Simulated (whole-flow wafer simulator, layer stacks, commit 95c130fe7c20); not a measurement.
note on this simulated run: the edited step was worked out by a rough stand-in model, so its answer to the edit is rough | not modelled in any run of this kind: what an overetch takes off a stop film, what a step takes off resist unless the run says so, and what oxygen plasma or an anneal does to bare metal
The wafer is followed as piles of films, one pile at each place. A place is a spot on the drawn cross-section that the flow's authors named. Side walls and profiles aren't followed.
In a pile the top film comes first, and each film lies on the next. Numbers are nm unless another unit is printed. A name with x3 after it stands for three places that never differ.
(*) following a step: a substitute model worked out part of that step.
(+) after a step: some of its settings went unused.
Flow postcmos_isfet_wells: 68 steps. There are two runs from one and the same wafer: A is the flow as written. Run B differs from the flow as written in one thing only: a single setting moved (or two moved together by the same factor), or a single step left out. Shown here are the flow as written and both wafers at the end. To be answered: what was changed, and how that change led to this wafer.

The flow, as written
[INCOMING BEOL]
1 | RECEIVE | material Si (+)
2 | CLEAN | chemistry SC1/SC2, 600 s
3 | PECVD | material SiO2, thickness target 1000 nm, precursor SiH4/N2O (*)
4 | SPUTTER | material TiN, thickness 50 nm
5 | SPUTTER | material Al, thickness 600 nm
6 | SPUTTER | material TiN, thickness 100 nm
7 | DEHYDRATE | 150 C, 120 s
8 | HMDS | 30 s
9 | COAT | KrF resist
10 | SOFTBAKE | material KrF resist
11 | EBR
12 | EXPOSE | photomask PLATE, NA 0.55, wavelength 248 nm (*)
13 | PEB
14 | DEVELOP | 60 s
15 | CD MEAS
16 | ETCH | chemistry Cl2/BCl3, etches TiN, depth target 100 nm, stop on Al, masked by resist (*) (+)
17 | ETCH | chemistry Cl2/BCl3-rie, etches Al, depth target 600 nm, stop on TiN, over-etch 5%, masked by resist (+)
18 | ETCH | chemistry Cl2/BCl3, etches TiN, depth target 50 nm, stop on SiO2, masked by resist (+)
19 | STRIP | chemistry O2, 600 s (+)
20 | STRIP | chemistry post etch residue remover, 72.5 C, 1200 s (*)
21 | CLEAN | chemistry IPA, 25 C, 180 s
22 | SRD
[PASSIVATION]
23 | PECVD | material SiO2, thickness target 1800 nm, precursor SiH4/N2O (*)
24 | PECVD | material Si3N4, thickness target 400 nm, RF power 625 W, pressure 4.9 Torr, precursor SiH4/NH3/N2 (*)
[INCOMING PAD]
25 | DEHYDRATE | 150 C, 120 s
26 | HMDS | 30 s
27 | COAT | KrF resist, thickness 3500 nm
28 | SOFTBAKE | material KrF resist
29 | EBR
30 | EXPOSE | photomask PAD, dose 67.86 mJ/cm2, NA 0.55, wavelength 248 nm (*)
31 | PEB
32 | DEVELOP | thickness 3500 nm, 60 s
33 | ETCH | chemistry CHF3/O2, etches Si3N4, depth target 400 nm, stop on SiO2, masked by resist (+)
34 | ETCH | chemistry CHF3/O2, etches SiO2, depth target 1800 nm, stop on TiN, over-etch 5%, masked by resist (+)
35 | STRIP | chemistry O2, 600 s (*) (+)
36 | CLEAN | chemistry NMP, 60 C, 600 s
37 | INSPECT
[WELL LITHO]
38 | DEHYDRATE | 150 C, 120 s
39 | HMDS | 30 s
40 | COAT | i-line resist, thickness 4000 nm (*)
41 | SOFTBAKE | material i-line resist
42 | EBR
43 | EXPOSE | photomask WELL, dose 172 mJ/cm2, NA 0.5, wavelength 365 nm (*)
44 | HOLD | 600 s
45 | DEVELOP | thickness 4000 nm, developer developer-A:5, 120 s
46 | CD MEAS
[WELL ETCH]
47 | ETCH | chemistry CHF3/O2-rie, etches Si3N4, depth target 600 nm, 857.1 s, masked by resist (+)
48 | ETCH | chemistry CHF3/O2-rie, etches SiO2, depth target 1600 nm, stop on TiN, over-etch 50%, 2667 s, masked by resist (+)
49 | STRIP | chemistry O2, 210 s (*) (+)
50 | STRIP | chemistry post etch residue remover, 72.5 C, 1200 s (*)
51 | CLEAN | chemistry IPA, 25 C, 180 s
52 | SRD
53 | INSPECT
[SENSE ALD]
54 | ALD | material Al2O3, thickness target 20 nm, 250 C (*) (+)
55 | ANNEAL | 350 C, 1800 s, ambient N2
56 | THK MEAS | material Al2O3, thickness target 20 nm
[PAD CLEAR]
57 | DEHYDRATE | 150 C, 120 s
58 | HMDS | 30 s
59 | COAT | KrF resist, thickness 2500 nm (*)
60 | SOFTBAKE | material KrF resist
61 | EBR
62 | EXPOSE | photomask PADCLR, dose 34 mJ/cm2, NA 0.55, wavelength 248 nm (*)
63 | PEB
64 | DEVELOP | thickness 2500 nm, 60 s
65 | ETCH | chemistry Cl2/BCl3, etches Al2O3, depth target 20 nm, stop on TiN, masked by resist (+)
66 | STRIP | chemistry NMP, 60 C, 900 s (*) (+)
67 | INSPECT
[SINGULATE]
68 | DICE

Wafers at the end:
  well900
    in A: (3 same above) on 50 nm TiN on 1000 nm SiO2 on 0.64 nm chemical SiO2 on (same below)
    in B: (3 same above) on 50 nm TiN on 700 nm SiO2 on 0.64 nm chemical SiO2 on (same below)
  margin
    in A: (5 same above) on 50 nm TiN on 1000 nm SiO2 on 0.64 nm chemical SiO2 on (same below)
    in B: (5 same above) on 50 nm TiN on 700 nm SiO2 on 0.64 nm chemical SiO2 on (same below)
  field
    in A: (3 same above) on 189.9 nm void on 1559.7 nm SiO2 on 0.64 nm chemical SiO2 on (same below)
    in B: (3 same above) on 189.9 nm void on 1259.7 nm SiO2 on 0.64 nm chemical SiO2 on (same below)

Cause: step 3, PECVD: thickness target 700 nm was run, while the flow as written has thickness target 1000 nm.
One can read it off the wafer: well900 has SiO2 700, and step 3 as written asks for 1000 nm.

How this came from the change, step by step:
  3 | PECVD | material SiO2, thickness target 1000 nm, precursor SiH4/N2O (*)
      field, margin, well900, well1300 x3, pad_rim, pad_clr, pad_open: A +1000 SiO2 (new film) | B +700 SiO2 (new film)
